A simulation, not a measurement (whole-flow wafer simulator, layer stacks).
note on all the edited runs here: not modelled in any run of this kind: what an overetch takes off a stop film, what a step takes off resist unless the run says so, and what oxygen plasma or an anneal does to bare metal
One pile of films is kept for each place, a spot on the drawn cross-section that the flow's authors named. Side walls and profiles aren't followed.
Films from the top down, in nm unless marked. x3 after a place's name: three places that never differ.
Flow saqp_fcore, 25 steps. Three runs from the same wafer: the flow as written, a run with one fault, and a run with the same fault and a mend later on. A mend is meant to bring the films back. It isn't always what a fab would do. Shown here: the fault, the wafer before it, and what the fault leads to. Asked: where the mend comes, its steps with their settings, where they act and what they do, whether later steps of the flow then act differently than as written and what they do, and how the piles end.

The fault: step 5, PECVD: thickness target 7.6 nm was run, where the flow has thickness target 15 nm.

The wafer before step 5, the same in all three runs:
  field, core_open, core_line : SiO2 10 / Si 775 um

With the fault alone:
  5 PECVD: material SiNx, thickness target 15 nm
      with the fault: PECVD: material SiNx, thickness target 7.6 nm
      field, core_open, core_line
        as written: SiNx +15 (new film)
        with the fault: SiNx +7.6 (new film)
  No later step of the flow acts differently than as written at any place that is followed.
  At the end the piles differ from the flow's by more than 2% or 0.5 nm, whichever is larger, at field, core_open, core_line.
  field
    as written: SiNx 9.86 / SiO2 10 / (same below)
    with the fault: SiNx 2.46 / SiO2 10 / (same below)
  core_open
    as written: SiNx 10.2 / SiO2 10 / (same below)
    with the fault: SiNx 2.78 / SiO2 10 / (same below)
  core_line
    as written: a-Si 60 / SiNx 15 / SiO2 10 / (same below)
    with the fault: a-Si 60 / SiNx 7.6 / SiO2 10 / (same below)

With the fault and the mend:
  The mend comes after step 5.
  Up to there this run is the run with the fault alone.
  5a ETCH: chemistry h3po4, depth target 8.74 nm
      field, core_open, core_line
        SiNx -7.6 (all of it)
  5b PECVD: material SiNx, thickness target 15 nm (the flow's step 5 once more)
      field, core_open, core_line
        SiNx +15 (new film)
  No later step of the flow acts differently than as written at any place that is followed.
  At the end the piles are the same as the flow's at every place that both follow.
